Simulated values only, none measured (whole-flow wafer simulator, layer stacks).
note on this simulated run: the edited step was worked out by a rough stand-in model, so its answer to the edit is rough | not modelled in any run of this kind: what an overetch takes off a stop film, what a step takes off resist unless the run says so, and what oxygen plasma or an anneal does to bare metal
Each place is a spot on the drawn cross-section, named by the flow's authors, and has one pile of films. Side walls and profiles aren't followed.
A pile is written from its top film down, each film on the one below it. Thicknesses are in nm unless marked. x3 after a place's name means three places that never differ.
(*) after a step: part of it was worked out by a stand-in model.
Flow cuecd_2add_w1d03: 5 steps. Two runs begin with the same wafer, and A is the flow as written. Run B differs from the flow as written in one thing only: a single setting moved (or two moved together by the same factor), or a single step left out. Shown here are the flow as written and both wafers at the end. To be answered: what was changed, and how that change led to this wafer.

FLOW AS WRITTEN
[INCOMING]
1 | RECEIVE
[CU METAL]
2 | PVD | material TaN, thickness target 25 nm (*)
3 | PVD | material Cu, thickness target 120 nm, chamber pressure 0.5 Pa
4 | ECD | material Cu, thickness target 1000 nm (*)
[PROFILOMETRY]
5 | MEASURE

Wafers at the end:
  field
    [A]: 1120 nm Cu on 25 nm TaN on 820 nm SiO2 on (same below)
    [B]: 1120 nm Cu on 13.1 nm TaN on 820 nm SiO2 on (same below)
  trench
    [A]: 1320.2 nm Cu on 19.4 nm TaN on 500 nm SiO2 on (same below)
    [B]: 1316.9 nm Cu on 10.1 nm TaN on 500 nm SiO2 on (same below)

Cause: step 2, PVD: thickness target 13.1 nm was run, whereas the flow has thickness target 25 nm.
The wafer lets one read it off: field has TaN 13.1, and step 2 as written asks for 25 nm.

How this came from the change, step by step:
  2 | PVD | material TaN, thickness target 25 nm (*)
      field: A TaN gains 25 (new film) | B TaN gains 13.1 (new film)
      trench: A TaN gains 19.4 (new film) | B TaN gains 10.1 (new film)
